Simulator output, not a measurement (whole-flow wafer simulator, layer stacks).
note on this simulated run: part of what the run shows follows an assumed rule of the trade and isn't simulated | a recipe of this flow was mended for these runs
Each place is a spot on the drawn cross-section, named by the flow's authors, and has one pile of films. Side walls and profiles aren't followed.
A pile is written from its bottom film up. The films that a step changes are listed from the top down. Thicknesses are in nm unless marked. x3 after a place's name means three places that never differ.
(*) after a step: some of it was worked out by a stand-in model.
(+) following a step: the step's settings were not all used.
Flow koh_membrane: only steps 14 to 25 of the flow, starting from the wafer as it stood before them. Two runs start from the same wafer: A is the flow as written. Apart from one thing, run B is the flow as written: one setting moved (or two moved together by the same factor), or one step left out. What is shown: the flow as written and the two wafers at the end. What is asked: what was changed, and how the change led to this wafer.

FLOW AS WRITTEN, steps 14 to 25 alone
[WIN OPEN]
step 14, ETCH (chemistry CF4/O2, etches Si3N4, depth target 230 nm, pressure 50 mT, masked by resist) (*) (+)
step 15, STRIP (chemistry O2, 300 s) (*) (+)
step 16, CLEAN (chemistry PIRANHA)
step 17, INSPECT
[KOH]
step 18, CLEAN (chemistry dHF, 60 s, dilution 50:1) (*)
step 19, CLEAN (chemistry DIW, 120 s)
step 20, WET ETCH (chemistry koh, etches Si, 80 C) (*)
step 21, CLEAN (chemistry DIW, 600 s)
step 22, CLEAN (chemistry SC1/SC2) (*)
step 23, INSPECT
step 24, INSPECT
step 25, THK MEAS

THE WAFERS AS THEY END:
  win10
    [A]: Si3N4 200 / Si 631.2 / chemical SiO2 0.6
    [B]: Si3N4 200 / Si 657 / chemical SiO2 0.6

What caused this: step 14, ETCH: depth target 204.2 nm was run, though the flow has depth target 230 nm.

The path from the change to this, step by step:
  step 14, ETCH (chemistry CF4/O2, etches Si3N4, depth target 230 nm, pressure 50 mT, masked by resist) (*) (+)
      win20 x4, win10: A -200 Si3N4 (all of it), -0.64 chemical SiO2 (all of it), -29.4 Si | B -200 Si3N4 (all of it), -0.64 chemical SiO2 (all of it), -3.56 Si
      field: A -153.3 i-line-resist | B -136.1 i-line-resist
